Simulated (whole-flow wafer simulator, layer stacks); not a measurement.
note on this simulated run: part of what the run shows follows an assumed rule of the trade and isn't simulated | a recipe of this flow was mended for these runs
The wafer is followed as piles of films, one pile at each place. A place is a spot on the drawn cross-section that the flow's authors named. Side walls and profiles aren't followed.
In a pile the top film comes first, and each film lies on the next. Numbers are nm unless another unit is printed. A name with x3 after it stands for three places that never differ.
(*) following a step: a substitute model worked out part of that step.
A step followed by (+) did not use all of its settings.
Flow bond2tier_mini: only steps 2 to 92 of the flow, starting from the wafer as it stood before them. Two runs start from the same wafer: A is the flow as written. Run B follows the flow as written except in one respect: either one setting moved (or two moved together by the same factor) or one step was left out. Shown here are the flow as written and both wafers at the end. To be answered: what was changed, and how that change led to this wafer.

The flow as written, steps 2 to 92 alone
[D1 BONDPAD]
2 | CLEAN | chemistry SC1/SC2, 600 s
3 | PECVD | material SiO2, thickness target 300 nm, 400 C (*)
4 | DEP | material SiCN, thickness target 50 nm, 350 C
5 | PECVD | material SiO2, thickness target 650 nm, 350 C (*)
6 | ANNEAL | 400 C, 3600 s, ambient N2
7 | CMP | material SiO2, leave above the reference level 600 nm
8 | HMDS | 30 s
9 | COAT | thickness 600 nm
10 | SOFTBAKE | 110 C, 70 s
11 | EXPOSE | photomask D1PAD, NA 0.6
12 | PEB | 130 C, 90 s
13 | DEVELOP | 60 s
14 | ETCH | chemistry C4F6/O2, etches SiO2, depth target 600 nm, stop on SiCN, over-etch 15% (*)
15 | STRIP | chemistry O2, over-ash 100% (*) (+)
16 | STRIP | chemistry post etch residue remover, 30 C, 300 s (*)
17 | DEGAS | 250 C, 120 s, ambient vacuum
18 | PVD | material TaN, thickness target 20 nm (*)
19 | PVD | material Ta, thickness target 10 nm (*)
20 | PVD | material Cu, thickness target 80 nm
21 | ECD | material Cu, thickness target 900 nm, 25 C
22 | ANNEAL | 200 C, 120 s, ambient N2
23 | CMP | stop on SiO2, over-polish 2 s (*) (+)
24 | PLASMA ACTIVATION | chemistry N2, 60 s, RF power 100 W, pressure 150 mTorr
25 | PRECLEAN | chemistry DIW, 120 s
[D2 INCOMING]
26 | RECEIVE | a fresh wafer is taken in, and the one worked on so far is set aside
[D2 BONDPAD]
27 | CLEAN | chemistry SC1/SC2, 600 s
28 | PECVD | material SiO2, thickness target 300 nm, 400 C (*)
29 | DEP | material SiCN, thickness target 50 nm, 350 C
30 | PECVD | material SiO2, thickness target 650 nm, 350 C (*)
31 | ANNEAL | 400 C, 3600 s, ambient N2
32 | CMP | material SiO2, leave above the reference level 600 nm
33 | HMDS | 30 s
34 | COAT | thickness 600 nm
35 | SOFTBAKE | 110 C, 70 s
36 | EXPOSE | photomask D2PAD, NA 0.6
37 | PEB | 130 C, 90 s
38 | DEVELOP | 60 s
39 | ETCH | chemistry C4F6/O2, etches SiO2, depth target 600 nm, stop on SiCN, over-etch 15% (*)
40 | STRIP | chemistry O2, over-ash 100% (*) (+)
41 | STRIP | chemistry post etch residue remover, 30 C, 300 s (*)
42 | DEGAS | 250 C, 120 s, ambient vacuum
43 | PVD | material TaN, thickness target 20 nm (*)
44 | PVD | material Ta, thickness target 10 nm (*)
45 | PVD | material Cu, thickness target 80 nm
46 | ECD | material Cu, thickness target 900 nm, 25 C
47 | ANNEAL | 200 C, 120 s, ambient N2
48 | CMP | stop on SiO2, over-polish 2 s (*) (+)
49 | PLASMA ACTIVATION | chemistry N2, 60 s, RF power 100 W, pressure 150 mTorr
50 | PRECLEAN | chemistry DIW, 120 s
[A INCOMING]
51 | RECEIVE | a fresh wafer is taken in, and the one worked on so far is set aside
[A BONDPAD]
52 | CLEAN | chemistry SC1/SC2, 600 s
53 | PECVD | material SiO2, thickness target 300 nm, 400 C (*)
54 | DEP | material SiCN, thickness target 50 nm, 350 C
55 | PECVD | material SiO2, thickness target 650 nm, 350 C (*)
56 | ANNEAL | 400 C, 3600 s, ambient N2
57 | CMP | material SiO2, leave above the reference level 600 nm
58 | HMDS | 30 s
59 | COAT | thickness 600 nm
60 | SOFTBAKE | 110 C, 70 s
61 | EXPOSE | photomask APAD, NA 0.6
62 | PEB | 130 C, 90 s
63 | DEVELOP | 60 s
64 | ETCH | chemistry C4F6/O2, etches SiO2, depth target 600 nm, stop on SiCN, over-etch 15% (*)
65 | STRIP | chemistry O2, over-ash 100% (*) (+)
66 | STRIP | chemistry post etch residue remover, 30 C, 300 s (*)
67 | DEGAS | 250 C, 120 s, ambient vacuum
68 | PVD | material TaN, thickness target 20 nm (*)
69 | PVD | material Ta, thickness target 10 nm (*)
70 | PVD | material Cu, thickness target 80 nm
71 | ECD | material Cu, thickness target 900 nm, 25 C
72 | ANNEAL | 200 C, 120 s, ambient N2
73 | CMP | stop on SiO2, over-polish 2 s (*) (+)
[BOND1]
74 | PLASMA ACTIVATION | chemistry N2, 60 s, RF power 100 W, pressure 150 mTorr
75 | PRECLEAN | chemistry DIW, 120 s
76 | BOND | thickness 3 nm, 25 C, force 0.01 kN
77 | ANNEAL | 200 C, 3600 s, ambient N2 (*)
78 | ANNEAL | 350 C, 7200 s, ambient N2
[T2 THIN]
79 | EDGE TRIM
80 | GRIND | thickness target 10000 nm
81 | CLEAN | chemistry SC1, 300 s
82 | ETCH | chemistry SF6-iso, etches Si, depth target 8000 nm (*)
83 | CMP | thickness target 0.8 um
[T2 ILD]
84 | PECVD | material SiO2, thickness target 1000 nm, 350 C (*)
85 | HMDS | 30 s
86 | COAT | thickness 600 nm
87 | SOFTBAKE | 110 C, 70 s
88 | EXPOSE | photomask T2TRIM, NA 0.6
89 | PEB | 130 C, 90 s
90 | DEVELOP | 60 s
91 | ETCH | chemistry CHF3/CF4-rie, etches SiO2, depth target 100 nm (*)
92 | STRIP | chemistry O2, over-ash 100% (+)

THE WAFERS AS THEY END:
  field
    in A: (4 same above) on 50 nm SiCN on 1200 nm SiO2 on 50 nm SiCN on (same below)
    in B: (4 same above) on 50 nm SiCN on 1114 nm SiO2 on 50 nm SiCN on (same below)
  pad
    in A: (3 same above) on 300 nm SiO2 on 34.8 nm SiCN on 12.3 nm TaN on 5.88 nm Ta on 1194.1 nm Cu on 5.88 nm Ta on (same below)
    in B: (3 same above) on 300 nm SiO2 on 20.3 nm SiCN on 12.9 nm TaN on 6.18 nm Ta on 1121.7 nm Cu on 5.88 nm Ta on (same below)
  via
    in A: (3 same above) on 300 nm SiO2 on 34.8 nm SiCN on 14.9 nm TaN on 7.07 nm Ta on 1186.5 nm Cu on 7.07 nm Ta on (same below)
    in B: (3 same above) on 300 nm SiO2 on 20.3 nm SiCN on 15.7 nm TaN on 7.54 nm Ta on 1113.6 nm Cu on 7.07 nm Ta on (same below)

The reason: step 7, CMP: leave above the reference level 514 nm was run, while the flow as written has leave above the reference level 600 nm; step 9, COAT: thickness 514 nm was run, where the flow has thickness 600 nm.

The path from the change to this, step by step:
  7 | CMP | material SiO2, leave above the reference level 600 nm
      field, pad, via: A SiO2 loses 50 | B SiO2 loses 136
  9 | COAT | thickness 600 nm
      field, pad, via: A thick-KrF-resist gains 600 (new film) | B thick-KrF-resist gains 514 (new film)
  12 | PEB | 130 C, 90 s
      field, pad, via: A thick-KrF-resist loses 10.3 | B thick-KrF-resist loses 8.65
  13 | DEVELOP | 60 s
      pad, via: A thick-KrF-resist loses 589.7 (all of it) | B thick-KrF-resist loses 505.3 (all of it)
  14 | ETCH | chemistry C4F6/O2, etches SiO2, depth target 600 nm, stop on SiCN, over-etch 15% (*)
      pad, via: A SiO2 loses 600 (all of it), SiCN loses 15.2 | B SiO2 loses 514 (all of it), SiCN loses 29.7
      field: A thick-KrF-resist loses 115 | B thick-KrF-resist loses 98.5
  15 | STRIP | chemistry O2, over-ash 100% (*) (+)
      field: A thick-KrF-resist loses 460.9 (all of it) | B thick-KrF-resist loses 393.1 (all of it)
  18 | PVD | material TaN, thickness target 20 nm (*)
      pad: A TaN gains 12.3 (new film) | B TaN gains 12.9 (new film)
      via: A TaN gains 14.9 (new film) | B TaN gains 15.7 (new film)
  20 | PVD | material Cu, thickness target 80 nm
      pad: A Cu gains 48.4 (new film) | B Cu gains 50.7 (new film)
      via: A Cu gains 59 (new film) | B Cu gains 62.5 (new film)
  21 | ECD | material Cu, thickness target 900 nm, 25 C
      pad: A Cu gains 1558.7 | B Cu gains 1483.9
      via: A Cu gains 1544.3 | B Cu gains 1467.9
  76 | BOND | thickness 3 nm, 25 C, force 0.01 kN
      field: A Si gains 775 um (new film), chemical SiO2 gains 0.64 (new film), SiO2 gains 300 (new film), SiCN gains 50 (new film), SiO2 gains 600 | B Si gains 775 um (new film), chemical SiO2 gains 0.64 (new film), SiO2 gains 300 (new film), SiCN gains 50 (new film), SiO2 gains 514
      pad: A Si gains 775 um (new film), chemical SiO2 gains 0.64 (new film), SiO2 gains 300 (new film), SiCN gains 34.8 (new film), TaN gains 12.3 (new film), Ta gains 5.88 (new film), Cu gains 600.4 | B Si gains 775 um (new film), chemical SiO2 gains 0.64 (new film), SiO2 gains 300 (new film), SiCN gains 20.3 (new film), TaN gains 12.9 (new film), Ta gains 6.18 (new film), Cu gains 528
      (and at 1 other place as well)
